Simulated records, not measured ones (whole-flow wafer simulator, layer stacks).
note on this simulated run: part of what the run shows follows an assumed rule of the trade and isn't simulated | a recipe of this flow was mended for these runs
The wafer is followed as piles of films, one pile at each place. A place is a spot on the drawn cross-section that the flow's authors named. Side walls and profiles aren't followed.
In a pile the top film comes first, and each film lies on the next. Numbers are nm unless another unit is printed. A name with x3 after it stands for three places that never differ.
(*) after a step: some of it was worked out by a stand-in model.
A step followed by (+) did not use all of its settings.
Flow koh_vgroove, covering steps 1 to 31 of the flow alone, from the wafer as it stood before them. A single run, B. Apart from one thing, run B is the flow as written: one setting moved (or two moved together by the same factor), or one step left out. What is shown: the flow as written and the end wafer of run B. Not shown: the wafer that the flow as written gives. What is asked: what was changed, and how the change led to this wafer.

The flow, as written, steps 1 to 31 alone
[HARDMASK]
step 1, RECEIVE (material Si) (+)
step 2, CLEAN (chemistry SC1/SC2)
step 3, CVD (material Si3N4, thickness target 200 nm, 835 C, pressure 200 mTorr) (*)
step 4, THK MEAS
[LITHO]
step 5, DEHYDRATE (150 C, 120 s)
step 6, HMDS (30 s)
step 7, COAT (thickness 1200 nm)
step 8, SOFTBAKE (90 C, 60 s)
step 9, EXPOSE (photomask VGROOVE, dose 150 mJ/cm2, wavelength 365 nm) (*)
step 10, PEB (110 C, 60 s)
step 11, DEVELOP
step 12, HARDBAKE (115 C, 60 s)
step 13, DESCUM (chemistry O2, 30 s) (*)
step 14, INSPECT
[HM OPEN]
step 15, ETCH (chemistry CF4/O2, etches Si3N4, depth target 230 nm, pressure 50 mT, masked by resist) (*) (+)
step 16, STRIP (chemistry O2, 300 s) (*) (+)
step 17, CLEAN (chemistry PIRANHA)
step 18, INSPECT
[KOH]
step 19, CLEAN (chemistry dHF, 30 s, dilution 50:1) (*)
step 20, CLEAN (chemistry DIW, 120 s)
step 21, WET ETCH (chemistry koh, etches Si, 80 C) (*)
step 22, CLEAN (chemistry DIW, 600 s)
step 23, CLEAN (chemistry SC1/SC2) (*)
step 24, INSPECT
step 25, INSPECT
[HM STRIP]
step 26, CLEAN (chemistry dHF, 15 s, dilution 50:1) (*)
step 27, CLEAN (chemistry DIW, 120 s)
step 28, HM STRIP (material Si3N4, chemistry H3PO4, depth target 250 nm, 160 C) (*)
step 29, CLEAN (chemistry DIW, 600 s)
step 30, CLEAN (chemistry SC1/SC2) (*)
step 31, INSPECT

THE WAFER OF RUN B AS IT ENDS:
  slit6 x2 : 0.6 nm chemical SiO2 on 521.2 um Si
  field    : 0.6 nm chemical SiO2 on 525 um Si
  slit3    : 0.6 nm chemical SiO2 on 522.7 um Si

The reason: step 3, CVD: thickness target 169 nm was run, while the flow as written has thickness target 200 nm.

The path from the change to this, step by step:
  step 3, CVD (material Si3N4, thickness target 200 nm, 835 C, pressure 200 mTorr) (*)
      field, slit3, slit2, slit6 x2: +169 Si3N4 (new film) (as written it would have been: +200 Si3N4 (new film))
  step 15, ETCH (chemistry CF4/O2, etches Si3N4, depth target 230 nm, pressure 50 mT, masked by resist) (*) (+)
      slit3, slit2, slit6 x2: -169 Si3N4 (all of it), -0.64 chemical SiO2 (all of it), -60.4 Si (as written it would have been: -200 Si3N4 (all of it), -0.64 chemical SiO2 (all of it), -29.4 Si)
  step 28, HM STRIP (material Si3N4, chemistry H3PO4, depth target 250 nm, 160 C) (*)
      field: -167.7 Si3N4 (all of it), -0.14 chemical SiO2, -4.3 Si (as written it would have been: -198.7 Si3N4 (all of it), -0.14 chemical SiO2, -2.75 Si)
